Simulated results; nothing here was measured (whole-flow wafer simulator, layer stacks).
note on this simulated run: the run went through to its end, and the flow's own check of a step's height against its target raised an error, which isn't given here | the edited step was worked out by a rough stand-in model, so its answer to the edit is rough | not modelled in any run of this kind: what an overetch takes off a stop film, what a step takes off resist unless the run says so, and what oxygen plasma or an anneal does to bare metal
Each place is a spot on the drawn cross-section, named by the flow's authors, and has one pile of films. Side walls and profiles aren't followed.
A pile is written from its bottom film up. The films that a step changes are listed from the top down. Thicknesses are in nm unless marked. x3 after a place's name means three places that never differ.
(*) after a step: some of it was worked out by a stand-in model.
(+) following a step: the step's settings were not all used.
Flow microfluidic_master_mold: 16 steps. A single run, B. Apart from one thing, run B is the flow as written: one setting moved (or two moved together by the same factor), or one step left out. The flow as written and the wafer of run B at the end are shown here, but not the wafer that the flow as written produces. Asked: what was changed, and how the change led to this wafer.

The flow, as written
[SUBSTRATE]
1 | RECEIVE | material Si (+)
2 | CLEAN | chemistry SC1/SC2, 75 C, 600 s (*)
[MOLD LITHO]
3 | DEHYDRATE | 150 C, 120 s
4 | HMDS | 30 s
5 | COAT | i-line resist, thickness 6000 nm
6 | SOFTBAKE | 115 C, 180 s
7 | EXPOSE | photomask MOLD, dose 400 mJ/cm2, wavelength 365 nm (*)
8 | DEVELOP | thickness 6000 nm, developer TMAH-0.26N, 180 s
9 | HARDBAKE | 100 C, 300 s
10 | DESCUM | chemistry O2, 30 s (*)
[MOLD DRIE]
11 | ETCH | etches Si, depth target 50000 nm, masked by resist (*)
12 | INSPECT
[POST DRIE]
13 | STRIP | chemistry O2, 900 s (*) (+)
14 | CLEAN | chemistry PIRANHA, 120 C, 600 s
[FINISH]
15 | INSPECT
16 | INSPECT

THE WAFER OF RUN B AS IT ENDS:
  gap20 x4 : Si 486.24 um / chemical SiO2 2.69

What caused this: step 11, ETCH: depth target 38750 nm was run, whereas the flow has depth target 50000 nm.

How this came from the change, step by step:
  11 | ETCH | etches Si, depth target 50000 nm, masked by resist (*)
      gap20 x4: -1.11 chemical SiO2 (all of it), -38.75 um Si (in the flow as written it would be: -1.11 chemical SiO2 (all of it), -50 um Si)
      ridge: -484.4 i-line resist (in the flow as written it would be: -625 i-line resist)
  13 | STRIP | chemistry O2, 900 s (*) (+)
      ridge: -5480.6 i-line resist (all of it), +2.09 chemical SiO2, -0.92 Si (in the flow as written it would be: -5339.9 i-line resist (all of it), +2.09 chemical SiO2, -0.92 Si)
